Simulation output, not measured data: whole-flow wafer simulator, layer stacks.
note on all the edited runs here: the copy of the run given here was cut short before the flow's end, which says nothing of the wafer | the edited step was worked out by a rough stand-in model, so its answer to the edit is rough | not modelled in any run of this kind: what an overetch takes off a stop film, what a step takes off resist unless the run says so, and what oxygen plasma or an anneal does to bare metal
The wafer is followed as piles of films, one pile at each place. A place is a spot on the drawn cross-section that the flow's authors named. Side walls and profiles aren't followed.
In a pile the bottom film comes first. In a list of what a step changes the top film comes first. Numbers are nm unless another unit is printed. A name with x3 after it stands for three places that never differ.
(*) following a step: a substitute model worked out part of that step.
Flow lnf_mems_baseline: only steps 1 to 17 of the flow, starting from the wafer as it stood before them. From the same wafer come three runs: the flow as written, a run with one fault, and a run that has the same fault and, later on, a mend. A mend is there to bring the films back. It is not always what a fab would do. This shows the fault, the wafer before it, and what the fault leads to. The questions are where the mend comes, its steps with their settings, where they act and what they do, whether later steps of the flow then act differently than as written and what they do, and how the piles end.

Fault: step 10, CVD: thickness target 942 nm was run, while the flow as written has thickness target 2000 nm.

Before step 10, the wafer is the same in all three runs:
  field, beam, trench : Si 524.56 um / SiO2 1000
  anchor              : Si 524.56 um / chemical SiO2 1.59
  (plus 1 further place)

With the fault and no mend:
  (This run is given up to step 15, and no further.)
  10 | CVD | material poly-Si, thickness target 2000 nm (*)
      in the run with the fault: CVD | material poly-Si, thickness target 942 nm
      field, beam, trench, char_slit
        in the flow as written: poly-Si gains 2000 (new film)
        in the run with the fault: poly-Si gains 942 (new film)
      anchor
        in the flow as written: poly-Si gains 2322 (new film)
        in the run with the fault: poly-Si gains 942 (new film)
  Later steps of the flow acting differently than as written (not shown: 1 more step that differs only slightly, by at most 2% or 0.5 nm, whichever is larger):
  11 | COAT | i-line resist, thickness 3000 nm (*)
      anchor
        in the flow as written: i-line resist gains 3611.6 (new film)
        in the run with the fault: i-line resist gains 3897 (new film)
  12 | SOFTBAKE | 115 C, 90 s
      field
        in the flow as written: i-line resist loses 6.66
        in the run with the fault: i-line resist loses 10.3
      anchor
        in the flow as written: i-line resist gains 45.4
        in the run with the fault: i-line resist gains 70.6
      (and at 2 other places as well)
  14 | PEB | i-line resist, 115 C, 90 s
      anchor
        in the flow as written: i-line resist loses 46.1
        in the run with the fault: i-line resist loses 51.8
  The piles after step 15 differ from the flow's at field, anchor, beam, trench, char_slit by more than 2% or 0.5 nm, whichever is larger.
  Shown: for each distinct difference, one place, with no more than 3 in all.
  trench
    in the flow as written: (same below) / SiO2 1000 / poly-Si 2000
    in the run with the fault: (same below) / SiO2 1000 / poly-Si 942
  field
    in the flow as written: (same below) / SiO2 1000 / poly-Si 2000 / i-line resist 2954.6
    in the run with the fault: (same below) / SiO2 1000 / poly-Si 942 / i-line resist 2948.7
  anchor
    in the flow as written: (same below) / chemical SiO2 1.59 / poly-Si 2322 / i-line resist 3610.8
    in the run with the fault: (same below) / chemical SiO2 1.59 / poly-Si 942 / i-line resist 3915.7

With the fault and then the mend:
  The mend stands after step 10.
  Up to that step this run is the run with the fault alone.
  10a | ETCH | chemistry tmah, depth target 1214 nm
      field, anchor, beam, trench, char_slit
        poly-Si loses 942 (all of it)
  10b | CLEAN | chemistry SC1/SC2 (the flow's step 1, run once more)
      alters no film at any place that is followed
  10c | CVD | material poly-Si, thickness target 2000 nm (*) (the flow's step 10, run once more)
      field, beam, trench, char_slit
        poly-Si gains 2000 (new film)
      anchor
        poly-Si gains 2322 (new film)
  Every later step of the flow that is run acts as written at every place that is followed.
  The piles end the same as the flow's at every place that both follow.
